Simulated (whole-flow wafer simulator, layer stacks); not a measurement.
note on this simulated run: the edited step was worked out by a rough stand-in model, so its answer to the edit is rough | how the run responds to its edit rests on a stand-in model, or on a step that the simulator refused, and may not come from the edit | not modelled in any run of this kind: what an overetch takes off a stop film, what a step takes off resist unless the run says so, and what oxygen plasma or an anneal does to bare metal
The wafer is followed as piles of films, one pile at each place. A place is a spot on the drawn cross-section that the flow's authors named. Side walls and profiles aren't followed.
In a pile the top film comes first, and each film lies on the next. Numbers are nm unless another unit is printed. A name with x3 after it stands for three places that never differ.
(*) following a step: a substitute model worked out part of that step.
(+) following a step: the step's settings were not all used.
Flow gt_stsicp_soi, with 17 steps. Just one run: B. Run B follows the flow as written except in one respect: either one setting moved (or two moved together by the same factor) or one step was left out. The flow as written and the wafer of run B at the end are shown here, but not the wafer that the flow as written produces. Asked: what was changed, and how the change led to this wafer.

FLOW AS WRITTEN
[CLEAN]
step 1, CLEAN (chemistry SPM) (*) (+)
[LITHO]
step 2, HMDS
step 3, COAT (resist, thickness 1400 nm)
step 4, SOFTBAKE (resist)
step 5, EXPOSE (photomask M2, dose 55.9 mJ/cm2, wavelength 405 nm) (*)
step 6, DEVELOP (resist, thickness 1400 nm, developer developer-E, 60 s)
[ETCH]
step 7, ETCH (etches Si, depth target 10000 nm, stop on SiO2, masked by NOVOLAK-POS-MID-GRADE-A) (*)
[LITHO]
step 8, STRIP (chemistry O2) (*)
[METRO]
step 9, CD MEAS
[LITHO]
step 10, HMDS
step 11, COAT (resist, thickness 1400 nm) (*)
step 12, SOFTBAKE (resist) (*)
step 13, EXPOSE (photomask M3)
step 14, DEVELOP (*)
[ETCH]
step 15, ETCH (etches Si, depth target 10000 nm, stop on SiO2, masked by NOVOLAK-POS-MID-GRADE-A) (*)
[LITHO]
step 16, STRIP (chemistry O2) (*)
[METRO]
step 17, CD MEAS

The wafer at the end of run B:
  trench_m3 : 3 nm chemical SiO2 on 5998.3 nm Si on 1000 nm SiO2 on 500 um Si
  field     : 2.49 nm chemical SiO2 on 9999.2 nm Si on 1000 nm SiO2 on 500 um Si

Cause: step 15, ETCH: depth target 4000 nm was run, whereas the flow has depth target 10000 nm.

Step by step, how the change led to this:
  step 15, ETCH (etches Si, depth target 10000 nm, stop on SiO2, masked by NOVOLAK-POS-MID-GRADE-A) (*)
      trench_m3: -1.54 chemical SiO2 (all of it), -4000 Si (as written it would have been: -1.54 chemical SiO2 (all of it), -9999.6 Si (all of it))
      field, trench_m2: -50 resist (as written it would have been: -125 resist)
  step 16, STRIP (chemistry O2) (*)
      trench_m3: +3 chemical SiO2 (new film), -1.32 Si (as written it would have been: nothing)
      field: -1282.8 resist (all of it), +0.95 chemical SiO2, -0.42 Si (as written it would have been: -1207.8 resist (all of it), +0.94 chemical SiO2, -0.41 Si)
